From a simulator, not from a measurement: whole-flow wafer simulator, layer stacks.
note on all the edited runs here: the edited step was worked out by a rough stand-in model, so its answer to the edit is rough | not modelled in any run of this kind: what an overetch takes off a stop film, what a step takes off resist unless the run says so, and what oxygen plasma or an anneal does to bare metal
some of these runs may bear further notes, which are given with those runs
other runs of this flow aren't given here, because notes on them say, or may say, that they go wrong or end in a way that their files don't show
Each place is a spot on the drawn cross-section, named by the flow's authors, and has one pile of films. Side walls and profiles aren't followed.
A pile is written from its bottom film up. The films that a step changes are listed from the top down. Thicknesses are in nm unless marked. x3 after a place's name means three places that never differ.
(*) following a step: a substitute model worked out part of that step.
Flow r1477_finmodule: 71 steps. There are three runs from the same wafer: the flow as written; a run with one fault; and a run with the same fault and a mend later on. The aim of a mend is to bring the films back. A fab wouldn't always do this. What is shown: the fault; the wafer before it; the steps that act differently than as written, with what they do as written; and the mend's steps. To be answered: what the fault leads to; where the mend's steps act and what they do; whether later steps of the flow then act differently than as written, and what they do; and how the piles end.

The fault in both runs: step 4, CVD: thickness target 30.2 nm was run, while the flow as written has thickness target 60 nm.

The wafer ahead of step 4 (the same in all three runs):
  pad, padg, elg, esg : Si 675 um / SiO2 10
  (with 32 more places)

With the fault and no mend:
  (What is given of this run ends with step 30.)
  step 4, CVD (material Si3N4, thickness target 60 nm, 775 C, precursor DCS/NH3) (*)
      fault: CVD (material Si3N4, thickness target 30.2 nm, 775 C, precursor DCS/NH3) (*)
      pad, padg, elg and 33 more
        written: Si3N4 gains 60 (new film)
        fault: Si3N4 gains 30.2 (new film)
  Later steps of the flow up to step 30 that are run all act as written at every place that is followed.
  The piles after step 30 differ from the flow's at pad, padg, elg and 33 more by more than 2% or 0.5 nm, whichever is larger.
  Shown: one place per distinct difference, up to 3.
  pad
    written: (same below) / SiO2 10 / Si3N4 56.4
    fault: (same below) / SiO2 10 / Si3N4 26.6
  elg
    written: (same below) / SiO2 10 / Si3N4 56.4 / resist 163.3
    fault: (same below) / SiO2 10 / Si3N4 26.6 / resist 163.3
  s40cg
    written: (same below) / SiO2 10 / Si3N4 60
    fault: (same below) / SiO2 10 / Si3N4 30.2

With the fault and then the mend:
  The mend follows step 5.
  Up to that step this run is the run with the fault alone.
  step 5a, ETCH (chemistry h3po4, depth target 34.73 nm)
      pad, padg, elg and 33 more
        Si3N4 loses 30.2 (all of it)
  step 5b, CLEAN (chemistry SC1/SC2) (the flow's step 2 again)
      does not change any film at any place that is followed
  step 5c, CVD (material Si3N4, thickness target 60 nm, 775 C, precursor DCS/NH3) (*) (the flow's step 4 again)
      pad, padg, elg and 33 more
        Si3N4 gains 60 (new film)
  Later steps of the flow that are run all act as written at every place that is followed.
  The piles end the same as the flow's at every place that both follow.
